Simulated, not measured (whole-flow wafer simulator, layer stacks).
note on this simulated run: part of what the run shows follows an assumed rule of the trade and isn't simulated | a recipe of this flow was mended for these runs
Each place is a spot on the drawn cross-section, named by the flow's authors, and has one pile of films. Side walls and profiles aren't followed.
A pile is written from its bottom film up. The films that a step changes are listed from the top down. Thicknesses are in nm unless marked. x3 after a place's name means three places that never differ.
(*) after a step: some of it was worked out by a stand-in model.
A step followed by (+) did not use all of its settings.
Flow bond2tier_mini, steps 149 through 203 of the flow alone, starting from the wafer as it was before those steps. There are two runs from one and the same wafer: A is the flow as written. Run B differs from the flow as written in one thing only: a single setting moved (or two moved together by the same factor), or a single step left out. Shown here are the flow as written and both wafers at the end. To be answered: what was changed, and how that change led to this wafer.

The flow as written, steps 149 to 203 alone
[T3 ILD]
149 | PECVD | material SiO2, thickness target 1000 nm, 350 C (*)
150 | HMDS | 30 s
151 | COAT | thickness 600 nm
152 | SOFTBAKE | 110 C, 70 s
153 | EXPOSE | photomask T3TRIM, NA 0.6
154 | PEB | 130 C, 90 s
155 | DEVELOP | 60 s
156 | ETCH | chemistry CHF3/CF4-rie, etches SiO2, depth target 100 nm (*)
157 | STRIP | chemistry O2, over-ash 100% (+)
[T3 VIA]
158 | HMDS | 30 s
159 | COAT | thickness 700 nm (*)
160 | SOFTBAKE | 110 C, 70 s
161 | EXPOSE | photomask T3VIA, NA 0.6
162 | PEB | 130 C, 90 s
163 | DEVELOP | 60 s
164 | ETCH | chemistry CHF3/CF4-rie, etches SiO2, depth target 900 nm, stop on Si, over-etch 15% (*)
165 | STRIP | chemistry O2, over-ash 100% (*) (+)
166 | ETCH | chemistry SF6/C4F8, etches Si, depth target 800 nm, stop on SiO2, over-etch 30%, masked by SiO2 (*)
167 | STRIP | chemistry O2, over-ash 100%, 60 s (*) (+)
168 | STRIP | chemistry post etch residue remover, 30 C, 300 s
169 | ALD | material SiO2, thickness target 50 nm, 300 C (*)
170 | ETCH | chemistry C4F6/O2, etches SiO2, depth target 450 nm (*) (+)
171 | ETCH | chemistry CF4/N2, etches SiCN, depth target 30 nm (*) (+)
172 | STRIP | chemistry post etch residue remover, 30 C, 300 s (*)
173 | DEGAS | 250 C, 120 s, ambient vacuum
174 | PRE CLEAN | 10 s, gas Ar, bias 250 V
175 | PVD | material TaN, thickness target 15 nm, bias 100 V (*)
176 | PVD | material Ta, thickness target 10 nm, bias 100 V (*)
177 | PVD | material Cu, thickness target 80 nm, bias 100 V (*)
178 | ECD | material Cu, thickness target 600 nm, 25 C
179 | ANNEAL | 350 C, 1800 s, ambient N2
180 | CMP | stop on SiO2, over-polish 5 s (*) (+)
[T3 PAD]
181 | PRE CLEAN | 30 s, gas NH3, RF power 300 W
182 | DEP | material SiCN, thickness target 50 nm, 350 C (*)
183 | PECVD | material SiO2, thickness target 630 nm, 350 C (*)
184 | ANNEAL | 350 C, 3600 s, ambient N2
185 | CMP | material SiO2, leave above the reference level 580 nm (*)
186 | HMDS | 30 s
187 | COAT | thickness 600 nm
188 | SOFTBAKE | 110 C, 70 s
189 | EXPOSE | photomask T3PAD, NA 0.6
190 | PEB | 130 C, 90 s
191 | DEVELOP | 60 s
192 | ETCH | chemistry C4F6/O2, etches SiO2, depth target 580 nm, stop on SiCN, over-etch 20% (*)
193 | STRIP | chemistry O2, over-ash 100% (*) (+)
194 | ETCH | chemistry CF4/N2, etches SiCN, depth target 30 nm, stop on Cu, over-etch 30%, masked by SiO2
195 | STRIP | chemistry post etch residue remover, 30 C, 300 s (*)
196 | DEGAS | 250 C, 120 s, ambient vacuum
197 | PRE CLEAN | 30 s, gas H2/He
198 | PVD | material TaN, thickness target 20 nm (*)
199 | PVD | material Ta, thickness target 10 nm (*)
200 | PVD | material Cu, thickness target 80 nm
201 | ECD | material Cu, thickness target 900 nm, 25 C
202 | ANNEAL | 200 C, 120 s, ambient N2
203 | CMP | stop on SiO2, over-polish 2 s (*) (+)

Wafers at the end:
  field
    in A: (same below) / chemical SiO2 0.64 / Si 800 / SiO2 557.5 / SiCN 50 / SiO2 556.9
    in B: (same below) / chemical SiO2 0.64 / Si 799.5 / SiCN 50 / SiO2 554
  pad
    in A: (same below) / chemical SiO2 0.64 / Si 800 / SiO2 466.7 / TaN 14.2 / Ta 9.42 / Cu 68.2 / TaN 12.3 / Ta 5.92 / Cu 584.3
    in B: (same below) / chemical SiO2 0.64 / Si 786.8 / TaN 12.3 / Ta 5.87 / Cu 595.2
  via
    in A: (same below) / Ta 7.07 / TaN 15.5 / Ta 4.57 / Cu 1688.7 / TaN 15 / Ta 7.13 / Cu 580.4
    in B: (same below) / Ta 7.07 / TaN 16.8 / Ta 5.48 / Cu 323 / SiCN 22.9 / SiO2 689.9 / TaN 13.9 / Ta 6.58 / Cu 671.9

The reason: step 149, PECVD: thickness target 400 nm was run, though the flow has thickness target 1000 nm.

The path from the change to this, step by step:
  149 | PECVD | material SiO2, thickness target 1000 nm, 350 C (*)
      field, pad, via: A SiO2 gains 1000 (new film) | B SiO2 gains 400 (new film)
  164 | ETCH | chemistry CHF3/CF4-rie, etches SiO2, depth target 900 nm, stop on Si, over-etch 15% (*)
      field, pad: A thick-KrF-resist loses 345 | B thick-KrF-resist loses 115
      via: A SiO2 loses 900 (all of it), Si loses 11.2 | B SiO2 loses 300 (all of it), Si loses 61.2
  165 | STRIP | chemistry O2, over-ash 100% (*) (+)
      field: A thick-KrF-resist loses 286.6 (all of it) | B thick-KrF-resist loses 516.6 (all of it)
      pad: A thick-KrF-resist loses 372.9 (all of it) | B thick-KrF-resist loses 602.9 (all of it)
  166 | ETCH | chemistry SF6/C4F8, etches Si, depth target 800 nm, stop on SiO2, over-etch 30%, masked by SiO2 (*)
      field, pad: A SiO2 loses 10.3 | B SiO2 loses 9.6
      via: A Si loses 788.8 (all of it), chemical SiO2 loses 0.64 (all of it), SiO2 loses 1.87 | B Si loses 738.8 (all of it), chemical SiO2 loses 0.64 (all of it), SiO2 loses 2.37
  170 | ETCH | chemistry C4F6/O2, etches SiO2, depth target 450 nm (*) (+)
      field: A SiO2 loses 450 | B SiO2 loses 440.4 (all of it), Si loses 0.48
      pad: A SiO2 loses 450 | B SiO2 loses 340.4 (all of it), Si loses 5.48
  171 | ETCH | chemistry CF4/N2, etches SiCN, depth target 30 nm (*) (+)
      field, pad: A SiO2 loses 20 | B nothing
  174 | PRE CLEAN | 10 s, gas Ar, bias 250 V
      field, pad: A SiO2 loses 3 | B nothing
  175 | PVD | material TaN, thickness target 15 nm, bias 100 V (*)
      pad: A TaN gains 14.2 (new film) | B TaN gains 15 (new film)
      via: A TaN gains 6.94 | B TaN gains 8.28
  176 | PVD | material Ta, thickness target 10 nm, bias 100 V (*)
      pad: A Ta gains 9.42 (new film) | B Ta gains 10 (new film)
      via: A Ta gains 4.57 (new film) | B Ta gains 5.48 (new film)
  177 | PVD | material Cu, thickness target 80 nm, bias 100 V (*)
      pad: A Cu gains 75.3 (new film) | B Cu gains 80 (new film)
      via: A Cu gains 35 (new film) | B Cu gains 42.6 (new film)
  178 | ECD | material Cu, thickness target 600 nm, 25 C
      pad: A Cu gains 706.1 | B Cu gains 605
      via: A Cu gains 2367 | B Cu gains 1790
  180 | CMP | stop on SiO2, over-polish 5 s (*) (+)
      field: A Cu loses 680 (all of it), Ta loses 10 (all of it), TaN loses 15 (all of it), SiO2 loses 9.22 | B Cu loses 680 (all of it), Ta loses 10 (all of it), TaN loses 15 (all of it)
      pad: A Cu loses 711.3 | B Cu loses 685 (all of it), Ta loses 10 (all of it), TaN loses 15 (all of it)
      (and at 1 other place as well)
  182 | DEP | material SiCN, thickness target 50 nm, 350 C (*)
      via: A SiCN gains 50 (new film) | B SiCN gains 22.9 (new film)
  183 | PECVD | material SiO2, thickness target 630 nm, 350 C (*)
      via: A SiO2 gains 630 (new film) | B SiO2 gains 1456.7 (new film)
  185 | CMP | material SiO2, leave above the reference level 580 nm (*)
      pad, via: A SiO2 loses 50 | B SiO2 loses 45
      field: A SiO2 loses 47.1 | B SiO2 loses 50
  192 | ETCH | chemistry C4F6/O2, etches SiO2, depth target 580 nm, stop on SiCN, over-etch 20% (*)
      via: A SiO2 loses 580 (all of it), SiCN loses 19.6 | B SiO2 loses 696
      pad: A SiO2 loses 580 (all of it), SiCN loses 19.6 | B SiO2 loses 585 (all of it), SiCN loses 18.7
  ... 5 further steps ...
  201 | ECD | material Cu, thickness target 900 nm, 25 C
      via: A Cu gains 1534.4 | B Cu gains 1630.1
If metal films that touch count as one body, via has 2 bodies (between them, from the top down: SiO2 689.9 / SiCN 22.9); the flow as written gives 1 body.
